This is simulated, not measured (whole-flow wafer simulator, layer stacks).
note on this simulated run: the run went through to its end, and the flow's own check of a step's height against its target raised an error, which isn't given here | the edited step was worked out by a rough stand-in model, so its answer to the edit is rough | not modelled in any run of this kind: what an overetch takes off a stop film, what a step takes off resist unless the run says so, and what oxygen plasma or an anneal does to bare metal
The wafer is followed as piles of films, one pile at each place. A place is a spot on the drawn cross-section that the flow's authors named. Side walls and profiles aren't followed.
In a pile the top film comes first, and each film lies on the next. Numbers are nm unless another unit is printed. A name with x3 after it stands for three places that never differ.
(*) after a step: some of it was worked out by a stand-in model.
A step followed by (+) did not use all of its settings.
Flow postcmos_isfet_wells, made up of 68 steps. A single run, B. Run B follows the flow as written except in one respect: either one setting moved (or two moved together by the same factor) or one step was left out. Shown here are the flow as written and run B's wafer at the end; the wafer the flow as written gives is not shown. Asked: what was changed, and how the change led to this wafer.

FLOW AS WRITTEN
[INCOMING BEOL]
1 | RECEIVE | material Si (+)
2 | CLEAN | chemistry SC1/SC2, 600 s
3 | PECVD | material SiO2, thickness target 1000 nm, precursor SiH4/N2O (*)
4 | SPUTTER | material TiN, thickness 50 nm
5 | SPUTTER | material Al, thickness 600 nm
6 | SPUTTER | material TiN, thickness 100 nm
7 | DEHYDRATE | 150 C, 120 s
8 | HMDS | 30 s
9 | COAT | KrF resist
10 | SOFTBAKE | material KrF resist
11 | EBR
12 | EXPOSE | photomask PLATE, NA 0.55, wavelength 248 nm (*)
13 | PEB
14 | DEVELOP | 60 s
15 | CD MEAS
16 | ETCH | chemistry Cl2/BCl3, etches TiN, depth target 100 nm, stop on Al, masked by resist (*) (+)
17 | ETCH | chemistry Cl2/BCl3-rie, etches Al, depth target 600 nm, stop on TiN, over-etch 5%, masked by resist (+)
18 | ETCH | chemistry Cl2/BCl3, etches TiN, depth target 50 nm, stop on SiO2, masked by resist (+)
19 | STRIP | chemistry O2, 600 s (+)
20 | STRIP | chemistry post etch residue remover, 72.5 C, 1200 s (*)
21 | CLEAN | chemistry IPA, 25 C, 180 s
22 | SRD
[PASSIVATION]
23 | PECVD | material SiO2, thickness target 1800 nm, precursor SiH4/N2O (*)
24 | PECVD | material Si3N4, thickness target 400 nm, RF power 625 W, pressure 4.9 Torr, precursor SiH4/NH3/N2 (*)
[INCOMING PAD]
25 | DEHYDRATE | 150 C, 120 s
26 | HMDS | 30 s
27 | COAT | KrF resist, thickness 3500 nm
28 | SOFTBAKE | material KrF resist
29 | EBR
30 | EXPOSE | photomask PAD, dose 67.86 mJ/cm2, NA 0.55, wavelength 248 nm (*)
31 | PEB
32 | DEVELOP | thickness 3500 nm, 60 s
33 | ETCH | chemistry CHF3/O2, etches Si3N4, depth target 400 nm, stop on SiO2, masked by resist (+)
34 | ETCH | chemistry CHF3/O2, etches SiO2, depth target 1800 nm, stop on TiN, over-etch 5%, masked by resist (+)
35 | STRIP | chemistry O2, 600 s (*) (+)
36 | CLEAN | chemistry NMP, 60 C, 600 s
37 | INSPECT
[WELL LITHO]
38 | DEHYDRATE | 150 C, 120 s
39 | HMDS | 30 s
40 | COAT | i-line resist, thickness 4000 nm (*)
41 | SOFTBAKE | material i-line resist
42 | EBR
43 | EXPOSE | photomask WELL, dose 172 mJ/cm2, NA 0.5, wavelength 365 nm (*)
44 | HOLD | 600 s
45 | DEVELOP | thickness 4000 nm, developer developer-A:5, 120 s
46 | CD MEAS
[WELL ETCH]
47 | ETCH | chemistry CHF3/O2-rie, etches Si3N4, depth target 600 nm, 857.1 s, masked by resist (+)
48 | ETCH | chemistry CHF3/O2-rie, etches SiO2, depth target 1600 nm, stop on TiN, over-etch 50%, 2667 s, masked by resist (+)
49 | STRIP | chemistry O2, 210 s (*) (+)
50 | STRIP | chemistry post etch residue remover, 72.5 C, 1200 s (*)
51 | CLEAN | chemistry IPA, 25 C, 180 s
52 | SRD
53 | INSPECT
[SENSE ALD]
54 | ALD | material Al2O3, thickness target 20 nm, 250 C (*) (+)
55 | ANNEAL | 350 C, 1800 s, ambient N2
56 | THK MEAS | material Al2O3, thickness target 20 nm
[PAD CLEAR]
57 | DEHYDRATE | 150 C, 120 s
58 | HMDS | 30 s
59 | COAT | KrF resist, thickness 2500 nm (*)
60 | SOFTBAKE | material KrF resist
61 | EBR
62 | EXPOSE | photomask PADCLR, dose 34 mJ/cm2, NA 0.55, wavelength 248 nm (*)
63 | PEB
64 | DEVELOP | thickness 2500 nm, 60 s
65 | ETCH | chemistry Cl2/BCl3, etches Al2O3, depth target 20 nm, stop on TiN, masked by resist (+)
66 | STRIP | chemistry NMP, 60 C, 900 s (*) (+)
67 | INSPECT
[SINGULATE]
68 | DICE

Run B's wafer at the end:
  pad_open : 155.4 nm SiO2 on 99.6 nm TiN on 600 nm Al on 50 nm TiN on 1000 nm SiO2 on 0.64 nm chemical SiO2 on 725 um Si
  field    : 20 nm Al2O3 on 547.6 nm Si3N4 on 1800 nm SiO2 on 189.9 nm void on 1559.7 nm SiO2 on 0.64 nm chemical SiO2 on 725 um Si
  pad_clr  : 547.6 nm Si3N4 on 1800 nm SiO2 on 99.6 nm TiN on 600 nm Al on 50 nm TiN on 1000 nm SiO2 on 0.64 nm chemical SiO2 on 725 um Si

What caused this: step 24, PECVD: thickness target 548 nm was run, though the flow has thickness target 400 nm.

How this came from the change, step by step:
  24 | PECVD | material Si3N4, thickness target 400 nm, RF power 625 W, pressure 4.9 Torr, precursor SiH4/NH3/N2 (*)
      field, margin, well900, well1300 x3, pad_rim, pad_clr, pad_open: Si3N4 gains 548 (new film) (as written it would have been: Si3N4 gains 400 (new film))
  33 | ETCH | chemistry CHF3/O2, etches Si3N4, depth target 400 nm, stop on SiO2, masked by resist (+)
      pad_open: Si3N4 loses 400 (as written it would have been: Si3N4 loses 400 (all of it))
  34 | ETCH | chemistry CHF3/O2, etches SiO2, depth target 1800 nm, stop on TiN, over-etch 5%, masked by resist (+)
      pad_open: Si3N4 loses 148 (all of it), SiO2 loses 1644.6 (as written it would have been: SiO2 loses 1800 (all of it))
  47 | ETCH | chemistry CHF3/O2-rie, etches Si3N4, depth target 600 nm, 857.1 s, masked by resist (+)
      well900, well1300 x3: Si3N4 loses 548 (all of it), SiO2 loses 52 (as written it would have been: Si3N4 loses 400 (all of it), SiO2 loses 200)
  48 | ETCH | chemistry CHF3/O2-rie, etches SiO2, depth target 1600 nm, stop on TiN, over-etch 50%, 2667 s, masked by resist (+)
      well900, well1300 x3: SiO2 loses 1748 (all of it) (as written it would have been: SiO2 loses 1600 (all of it))
  59 | COAT | KrF resist, thickness 2500 nm (*)
      field: KrF resist gains 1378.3 (new film) (as written it would have been: KrF resist gains 1449 (new film))
      margin: KrF resist gains 1378.2 (new film) (as written it would have been: KrF resist gains 1448.9 (new film))
  63 | PEB
      field, margin: KrF resist loses 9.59 (as written it would have been: KrF resist loses 10.1)
  66 | STRIP | chemistry NMP, 60 C, 900 s (*) (+)
      field, margin: KrF resist loses 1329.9 (all of it) (as written it would have been: KrF resist loses 1400.1 (all of it))
